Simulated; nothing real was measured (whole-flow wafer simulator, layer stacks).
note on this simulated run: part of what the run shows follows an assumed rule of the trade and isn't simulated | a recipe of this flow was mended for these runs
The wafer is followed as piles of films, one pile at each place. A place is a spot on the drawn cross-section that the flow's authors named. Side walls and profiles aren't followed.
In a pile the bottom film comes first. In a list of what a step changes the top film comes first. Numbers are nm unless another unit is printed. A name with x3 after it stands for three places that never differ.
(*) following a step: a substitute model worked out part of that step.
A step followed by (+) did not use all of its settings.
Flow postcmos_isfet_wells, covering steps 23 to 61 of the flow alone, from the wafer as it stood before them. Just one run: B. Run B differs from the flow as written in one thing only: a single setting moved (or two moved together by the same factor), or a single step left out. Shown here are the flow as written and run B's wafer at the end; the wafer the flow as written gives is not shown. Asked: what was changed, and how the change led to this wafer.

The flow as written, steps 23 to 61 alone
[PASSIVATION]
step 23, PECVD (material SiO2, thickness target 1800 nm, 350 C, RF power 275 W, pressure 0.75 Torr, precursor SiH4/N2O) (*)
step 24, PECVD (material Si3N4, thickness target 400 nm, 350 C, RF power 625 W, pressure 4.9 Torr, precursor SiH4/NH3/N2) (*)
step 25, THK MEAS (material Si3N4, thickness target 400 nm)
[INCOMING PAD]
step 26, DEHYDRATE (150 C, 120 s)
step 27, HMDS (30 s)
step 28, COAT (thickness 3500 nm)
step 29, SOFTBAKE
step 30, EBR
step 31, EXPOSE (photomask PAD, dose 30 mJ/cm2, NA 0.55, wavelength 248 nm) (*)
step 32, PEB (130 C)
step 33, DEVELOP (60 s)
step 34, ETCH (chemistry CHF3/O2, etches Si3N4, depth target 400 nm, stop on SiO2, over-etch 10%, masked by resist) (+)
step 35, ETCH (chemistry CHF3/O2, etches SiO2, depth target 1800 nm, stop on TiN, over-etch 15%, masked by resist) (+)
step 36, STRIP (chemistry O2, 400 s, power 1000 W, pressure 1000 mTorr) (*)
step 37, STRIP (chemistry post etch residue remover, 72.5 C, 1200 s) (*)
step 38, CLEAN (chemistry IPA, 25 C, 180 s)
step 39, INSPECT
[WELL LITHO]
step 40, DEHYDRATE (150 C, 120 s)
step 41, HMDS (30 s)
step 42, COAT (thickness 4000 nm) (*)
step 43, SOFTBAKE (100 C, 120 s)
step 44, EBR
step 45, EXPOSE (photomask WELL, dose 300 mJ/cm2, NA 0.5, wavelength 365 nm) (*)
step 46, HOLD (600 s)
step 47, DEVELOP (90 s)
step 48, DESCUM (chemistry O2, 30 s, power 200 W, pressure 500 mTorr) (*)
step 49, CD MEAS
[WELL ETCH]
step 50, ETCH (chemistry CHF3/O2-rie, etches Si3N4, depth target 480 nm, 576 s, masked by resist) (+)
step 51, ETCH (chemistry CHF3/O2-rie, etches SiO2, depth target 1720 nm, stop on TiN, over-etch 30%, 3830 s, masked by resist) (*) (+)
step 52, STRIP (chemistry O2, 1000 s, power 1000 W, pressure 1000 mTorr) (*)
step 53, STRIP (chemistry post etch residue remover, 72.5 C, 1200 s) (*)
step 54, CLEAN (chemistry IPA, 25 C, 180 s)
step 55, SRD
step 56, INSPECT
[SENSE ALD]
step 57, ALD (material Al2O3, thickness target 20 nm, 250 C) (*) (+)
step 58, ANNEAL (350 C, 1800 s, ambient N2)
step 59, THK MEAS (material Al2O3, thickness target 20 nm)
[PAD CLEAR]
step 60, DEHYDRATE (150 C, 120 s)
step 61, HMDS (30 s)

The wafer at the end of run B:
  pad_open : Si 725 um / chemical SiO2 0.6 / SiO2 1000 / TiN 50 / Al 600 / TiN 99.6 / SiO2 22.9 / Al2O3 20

What caused this: step 34, ETCH: depth target 110 nm was run, whereas the flow has depth target 400 nm.

Step by step, how the change led to this:
  step 34, ETCH (chemistry CHF3/O2, etches Si3N4, depth target 400 nm, stop on SiO2, over-etch 10%, masked by resist) (+)
      pad_open: Si3N4 loses 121 (it would be, as written: Si3N4 loses 400 (all of it), SiO2 loses 20)
      field, margin x2, well900 x4, pad_clr: thick-KrF-resist loses 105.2 (it would be, as written: thick-KrF-resist loses 382.6)
  step 35, ETCH (chemistry CHF3/O2, etches SiO2, depth target 1800 nm, stop on TiN, over-etch 15%, masked by resist) (+)
      pad_open: Si3N4 loses 279 (all of it), SiO2 loses 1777 (it would be, as written: SiO2 loses 1780 (all of it), TiN loses 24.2)
  step 36, STRIP (chemistry O2, 400 s, power 1000 W, pressure 1000 mTorr) (*)
      field, margin x2, well900 x4, pad_clr: thick-KrF-resist loses 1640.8 (all of it) (it would be, as written: thick-KrF-resist loses 1382.5 (all of it))
  step 43, SOFTBAKE (100 C, 120 s)
      pad_clr: thick-g/i-line-resist loses 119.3 (it would be, as written: thick-g/i-line-resist loses 123)
